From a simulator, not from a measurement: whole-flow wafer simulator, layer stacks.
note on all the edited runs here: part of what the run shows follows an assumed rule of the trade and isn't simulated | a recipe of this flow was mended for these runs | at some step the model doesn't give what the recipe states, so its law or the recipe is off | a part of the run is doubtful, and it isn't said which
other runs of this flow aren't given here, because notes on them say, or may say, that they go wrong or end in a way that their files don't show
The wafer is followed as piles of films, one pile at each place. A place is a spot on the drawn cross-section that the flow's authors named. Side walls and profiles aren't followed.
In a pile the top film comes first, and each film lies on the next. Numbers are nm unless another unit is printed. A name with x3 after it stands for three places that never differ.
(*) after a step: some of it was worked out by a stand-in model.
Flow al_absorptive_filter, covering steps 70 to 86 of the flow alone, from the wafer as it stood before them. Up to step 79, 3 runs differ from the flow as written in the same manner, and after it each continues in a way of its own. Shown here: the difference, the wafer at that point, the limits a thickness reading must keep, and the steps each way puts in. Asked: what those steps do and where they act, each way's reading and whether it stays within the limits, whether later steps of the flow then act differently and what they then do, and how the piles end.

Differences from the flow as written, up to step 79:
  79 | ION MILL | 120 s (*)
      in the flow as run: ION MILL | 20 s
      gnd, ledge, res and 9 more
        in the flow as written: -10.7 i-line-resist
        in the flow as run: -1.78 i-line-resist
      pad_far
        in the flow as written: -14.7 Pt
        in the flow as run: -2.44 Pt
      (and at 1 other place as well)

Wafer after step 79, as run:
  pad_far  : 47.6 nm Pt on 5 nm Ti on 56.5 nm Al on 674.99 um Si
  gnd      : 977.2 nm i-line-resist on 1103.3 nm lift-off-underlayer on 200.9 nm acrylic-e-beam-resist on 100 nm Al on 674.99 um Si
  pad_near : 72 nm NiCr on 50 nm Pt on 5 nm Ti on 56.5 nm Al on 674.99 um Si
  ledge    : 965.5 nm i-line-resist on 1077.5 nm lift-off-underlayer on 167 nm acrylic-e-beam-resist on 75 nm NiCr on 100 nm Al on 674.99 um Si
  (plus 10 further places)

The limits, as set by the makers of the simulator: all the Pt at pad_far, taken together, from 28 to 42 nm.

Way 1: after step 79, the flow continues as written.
  After step 79, the reading is 47.6 nm, outside the limits.
  Later steps of the flow that are run all act as written at every place that is followed, up to a difference of at most 2% or 0.5 nm, whichever is larger.
  At pad_far, pad_near, the piles at the end differ from the flow's by more than 2% or 0.5 nm, whichever is larger.
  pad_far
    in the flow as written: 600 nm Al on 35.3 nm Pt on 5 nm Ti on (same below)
    going this way: 600 nm Al on 47.6 nm Pt on 5 nm Ti on (same below)
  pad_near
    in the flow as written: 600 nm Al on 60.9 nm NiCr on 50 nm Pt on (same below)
    going this way: 600 nm Al on 72 nm NiCr on 50 nm Pt on (same below)

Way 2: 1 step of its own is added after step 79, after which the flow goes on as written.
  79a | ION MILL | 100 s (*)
      gnd, ledge, res and 9 more
        -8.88 i-line-resist
      pad_far
        -12.2 Pt
      pad_near
        -11.1 NiCr
  After step 79a, the reading is 35.3 nm, within the limits.
  Later steps of the flow that are run all act as written at every place that is followed.
  By the end, the piles equal the flow's at every place that both follow.

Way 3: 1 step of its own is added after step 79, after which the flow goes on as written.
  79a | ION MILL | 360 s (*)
      gnd, ledge, res and 9 more
        -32 i-line-resist
      pad_far
        -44 Pt
      pad_near
        -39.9 NiCr
  After step 79a, the reading is 3.58 nm, outside the limits.
  Steps further on in the flow that do not act as written (2 other steps are not shown; they differ only slightly, by no more than 2% or 0.5 nm, whichever is larger):
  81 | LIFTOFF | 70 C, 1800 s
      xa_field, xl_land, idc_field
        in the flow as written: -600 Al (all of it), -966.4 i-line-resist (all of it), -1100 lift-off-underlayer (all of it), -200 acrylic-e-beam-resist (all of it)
        going this way: -600 Al (all of it), -943.3 i-line-resist (all of it), -1100 lift-off-underlayer (all of it), -200 acrylic-e-beam-resist (all of it)
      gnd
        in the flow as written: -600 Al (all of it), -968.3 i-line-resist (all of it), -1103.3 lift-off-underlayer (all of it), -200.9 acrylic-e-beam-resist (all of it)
        going this way: -600 Al (all of it), -945.2 i-line-resist (all of it), -1103.3 lift-off-underlayer (all of it), -200.9 acrylic-e-beam-resist (all of it)
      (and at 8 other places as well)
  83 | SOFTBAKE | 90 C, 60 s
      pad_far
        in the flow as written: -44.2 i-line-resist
        going this way: -41.6 i-line-resist
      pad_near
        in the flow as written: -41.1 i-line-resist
        going this way: -39.3 i-line-resist
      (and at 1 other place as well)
  At pad_far, pad_near, the piles at the end differ from the flow's by more than 2% or 0.5 nm, whichever is larger.
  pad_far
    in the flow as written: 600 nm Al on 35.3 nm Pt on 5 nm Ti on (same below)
    going this way: 600 nm Al on 3.58 nm Pt on 5 nm Ti on (same below)
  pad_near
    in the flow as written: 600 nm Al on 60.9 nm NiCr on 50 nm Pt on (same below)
    going this way: 600 nm Al on 32.1 nm NiCr on 50 nm Pt on (same below)

Inside the limits: way 2. Outside the limits: way 1, way 3.
